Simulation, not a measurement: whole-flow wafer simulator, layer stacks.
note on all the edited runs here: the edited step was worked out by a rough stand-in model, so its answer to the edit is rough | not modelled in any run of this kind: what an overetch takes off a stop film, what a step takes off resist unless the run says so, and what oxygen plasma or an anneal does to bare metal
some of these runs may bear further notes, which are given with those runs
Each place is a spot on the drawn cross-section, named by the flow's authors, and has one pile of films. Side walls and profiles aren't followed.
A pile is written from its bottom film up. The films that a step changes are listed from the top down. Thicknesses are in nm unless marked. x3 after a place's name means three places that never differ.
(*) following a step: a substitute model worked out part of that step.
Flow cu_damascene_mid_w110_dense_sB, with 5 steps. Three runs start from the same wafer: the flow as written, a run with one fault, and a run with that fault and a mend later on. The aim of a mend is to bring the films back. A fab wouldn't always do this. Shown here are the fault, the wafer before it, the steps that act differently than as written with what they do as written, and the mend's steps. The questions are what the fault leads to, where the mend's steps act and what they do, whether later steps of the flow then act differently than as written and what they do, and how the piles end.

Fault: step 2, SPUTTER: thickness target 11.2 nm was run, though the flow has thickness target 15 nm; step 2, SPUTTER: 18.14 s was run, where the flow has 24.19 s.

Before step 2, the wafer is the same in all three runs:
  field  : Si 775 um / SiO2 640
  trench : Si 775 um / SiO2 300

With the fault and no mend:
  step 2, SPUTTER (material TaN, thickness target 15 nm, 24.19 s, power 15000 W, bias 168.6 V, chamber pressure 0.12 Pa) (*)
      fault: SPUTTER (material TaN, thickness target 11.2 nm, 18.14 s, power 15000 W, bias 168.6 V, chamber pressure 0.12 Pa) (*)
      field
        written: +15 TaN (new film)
        fault: +11.2 TaN (new film)
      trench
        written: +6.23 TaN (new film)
        fault: +4.65 TaN (new film)
  None of the later steps of the flow differs from how it acts as written, at any place that is followed, by more than 2% or 0.5 nm, whichever is larger.
  The piles end different from the flow's at field, trench by more than 2% or 0.5 nm, whichever is larger.
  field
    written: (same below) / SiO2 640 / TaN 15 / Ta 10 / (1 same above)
    fault: (same below) / SiO2 640 / TaN 11.2 / Ta 10 / (1 same above)
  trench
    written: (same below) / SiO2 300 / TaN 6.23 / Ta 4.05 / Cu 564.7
    fault: (same below) / SiO2 300 / TaN 4.65 / Ta 4.09 / Cu 562.5

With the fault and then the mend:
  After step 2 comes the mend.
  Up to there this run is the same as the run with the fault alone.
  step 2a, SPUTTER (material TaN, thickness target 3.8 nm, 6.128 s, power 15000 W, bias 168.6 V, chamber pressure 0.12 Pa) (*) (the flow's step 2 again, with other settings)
      field
        +3.8 TaN
      trench
        +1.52 TaN
  None of the later steps of the flow differs from how it acts as written, at any place that is followed, by more than 2% or 0.5 nm, whichever is larger.
  At the end the piles are close to the flow's at the places that both follow, differing by at most 2% or 0.5 nm, whichever is larger.
